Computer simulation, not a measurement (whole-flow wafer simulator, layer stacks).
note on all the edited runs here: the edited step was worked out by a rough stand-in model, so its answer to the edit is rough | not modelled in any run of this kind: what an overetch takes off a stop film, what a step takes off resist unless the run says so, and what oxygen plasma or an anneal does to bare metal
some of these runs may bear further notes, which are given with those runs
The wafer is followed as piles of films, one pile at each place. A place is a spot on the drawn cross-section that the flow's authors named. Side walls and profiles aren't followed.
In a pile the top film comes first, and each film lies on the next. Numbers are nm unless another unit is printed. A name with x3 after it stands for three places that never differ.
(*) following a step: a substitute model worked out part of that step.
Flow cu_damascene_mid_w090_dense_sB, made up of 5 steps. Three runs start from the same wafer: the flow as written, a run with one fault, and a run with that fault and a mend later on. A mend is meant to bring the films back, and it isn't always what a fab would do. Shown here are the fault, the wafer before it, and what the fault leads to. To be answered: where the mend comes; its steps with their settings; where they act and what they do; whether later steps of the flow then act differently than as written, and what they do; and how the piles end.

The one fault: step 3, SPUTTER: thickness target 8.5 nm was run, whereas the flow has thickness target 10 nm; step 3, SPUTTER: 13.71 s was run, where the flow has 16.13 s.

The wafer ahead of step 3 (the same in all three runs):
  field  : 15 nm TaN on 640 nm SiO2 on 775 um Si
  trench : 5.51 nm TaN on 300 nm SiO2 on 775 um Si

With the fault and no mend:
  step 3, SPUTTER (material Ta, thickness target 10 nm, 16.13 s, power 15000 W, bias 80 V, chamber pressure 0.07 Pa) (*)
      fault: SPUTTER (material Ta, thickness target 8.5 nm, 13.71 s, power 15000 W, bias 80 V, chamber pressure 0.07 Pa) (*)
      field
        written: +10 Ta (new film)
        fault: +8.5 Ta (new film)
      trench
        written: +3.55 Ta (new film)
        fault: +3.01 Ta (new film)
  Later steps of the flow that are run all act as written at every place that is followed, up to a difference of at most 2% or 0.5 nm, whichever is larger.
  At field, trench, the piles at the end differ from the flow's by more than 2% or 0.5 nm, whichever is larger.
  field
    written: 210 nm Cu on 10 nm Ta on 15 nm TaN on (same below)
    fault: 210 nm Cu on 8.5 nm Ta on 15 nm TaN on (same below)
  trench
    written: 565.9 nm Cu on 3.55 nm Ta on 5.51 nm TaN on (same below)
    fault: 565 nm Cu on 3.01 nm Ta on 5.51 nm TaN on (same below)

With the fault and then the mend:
  The mend stands after step 3.
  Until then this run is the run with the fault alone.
  step 3a, SPUTTER (material Ta, thickness target 1.5 nm, 2.42 s, power 15000 W, bias 80 V, chamber pressure 0.07 Pa) (*) (the flow's step 3 again, with other settings)
      field
        +1.5 Ta
      trench
        +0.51 Ta
  Later steps of the flow that are run all act as written at every place that is followed.
  When the end is reached, the piles differ only a little from the flow's at the places that both follow, at most by 2% or 0.5 nm, whichever is larger.
